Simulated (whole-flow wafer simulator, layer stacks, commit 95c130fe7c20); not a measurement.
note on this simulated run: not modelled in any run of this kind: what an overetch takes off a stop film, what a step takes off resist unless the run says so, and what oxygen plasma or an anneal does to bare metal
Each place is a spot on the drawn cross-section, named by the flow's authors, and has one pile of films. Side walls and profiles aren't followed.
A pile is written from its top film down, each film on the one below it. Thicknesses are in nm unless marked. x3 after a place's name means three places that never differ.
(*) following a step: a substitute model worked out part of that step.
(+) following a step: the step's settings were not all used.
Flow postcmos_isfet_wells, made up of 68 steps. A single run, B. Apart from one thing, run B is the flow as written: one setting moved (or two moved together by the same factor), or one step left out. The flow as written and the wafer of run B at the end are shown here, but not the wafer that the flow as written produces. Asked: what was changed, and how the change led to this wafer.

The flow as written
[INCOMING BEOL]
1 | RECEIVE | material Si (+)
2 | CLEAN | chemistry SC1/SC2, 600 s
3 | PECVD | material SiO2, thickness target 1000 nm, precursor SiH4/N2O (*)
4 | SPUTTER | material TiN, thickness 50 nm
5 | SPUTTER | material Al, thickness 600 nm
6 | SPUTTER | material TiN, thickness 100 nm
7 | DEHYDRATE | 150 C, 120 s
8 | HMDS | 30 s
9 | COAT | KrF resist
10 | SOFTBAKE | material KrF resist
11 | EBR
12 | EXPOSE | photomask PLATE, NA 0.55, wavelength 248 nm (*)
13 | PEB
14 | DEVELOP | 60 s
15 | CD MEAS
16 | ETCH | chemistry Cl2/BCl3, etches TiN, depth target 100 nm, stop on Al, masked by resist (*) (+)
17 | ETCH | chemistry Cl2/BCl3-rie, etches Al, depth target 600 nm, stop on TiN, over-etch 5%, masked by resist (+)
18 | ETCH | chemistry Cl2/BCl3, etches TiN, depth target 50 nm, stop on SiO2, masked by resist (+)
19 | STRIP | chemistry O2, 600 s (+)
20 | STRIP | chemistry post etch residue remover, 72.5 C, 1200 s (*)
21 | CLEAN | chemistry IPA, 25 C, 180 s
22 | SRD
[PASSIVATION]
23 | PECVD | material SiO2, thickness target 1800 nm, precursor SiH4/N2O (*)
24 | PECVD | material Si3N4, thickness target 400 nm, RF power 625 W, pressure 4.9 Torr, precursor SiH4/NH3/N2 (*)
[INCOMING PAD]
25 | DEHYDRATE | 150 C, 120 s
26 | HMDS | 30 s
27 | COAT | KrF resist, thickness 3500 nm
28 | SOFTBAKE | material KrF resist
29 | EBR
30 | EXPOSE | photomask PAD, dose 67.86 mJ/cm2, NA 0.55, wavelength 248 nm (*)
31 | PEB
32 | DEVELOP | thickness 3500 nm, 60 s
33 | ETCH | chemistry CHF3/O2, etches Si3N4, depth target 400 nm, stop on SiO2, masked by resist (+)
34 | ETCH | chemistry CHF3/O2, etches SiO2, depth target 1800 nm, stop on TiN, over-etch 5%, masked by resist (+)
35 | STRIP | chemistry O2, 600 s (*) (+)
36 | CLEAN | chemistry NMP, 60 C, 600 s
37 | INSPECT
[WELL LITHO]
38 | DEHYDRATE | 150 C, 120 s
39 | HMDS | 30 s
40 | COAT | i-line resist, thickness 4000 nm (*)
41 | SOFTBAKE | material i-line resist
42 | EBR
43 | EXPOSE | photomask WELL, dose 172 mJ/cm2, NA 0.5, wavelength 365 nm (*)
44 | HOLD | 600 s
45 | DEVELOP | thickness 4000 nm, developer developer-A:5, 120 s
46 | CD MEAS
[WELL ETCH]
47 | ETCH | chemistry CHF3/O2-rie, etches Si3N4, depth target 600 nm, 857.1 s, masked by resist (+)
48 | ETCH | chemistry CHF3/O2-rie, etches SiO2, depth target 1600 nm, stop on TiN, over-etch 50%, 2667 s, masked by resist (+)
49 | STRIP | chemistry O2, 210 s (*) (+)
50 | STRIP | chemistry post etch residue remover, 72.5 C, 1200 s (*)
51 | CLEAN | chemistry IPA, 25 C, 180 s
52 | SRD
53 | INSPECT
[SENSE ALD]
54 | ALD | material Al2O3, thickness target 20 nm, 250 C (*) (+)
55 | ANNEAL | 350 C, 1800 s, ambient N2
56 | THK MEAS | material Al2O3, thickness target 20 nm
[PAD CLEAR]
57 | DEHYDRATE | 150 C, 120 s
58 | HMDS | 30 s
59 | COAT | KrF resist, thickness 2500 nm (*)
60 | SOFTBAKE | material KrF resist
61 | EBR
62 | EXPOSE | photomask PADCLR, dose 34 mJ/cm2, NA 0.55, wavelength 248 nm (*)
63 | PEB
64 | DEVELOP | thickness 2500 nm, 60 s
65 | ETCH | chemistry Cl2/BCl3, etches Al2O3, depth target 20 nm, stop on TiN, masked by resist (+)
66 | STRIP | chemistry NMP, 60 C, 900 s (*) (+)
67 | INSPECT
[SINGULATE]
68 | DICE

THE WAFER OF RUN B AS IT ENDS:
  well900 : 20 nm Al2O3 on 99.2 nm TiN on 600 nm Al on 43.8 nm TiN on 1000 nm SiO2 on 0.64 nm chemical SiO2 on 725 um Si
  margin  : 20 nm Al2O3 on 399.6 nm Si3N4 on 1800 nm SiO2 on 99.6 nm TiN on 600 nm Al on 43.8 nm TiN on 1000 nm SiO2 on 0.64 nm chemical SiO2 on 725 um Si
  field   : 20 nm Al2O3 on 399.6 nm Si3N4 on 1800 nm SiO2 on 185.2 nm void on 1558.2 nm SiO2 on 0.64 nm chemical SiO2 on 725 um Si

Cause: step 4, SPUTTER: thickness 43.8 nm was run, while the flow as written has thickness 50 nm.
One can read it off the wafer: well900 has TiN 43.8, and step 4 as written asks for 50 nm.

How this came from the change, step by step:
  4 | SPUTTER | material TiN, thickness 50 nm
      field, margin, well900, well1300 x3, pad_rim, pad_clr, pad_open: TiN gains 43.8 (new film) (as written it would have been: TiN gains 50 (new film))
  18 | ETCH | chemistry Cl2/BCl3, etches TiN, depth target 50 nm, stop on SiO2, masked by resist (+)
      field: TiN loses 43.8 (all of it) (as written it would have been: TiN loses 50 (all of it))
  23 | PECVD | material SiO2, thickness target 1800 nm, precursor SiH4/N2O (*)
      field: SiO2 gains 1800 (new film), void gains 185.2 (new film), SiO2 gains 558.2 (as written it would have been: SiO2 gains 1800 (new film), void gains 189.9 (new film), SiO2 gains 559.7)
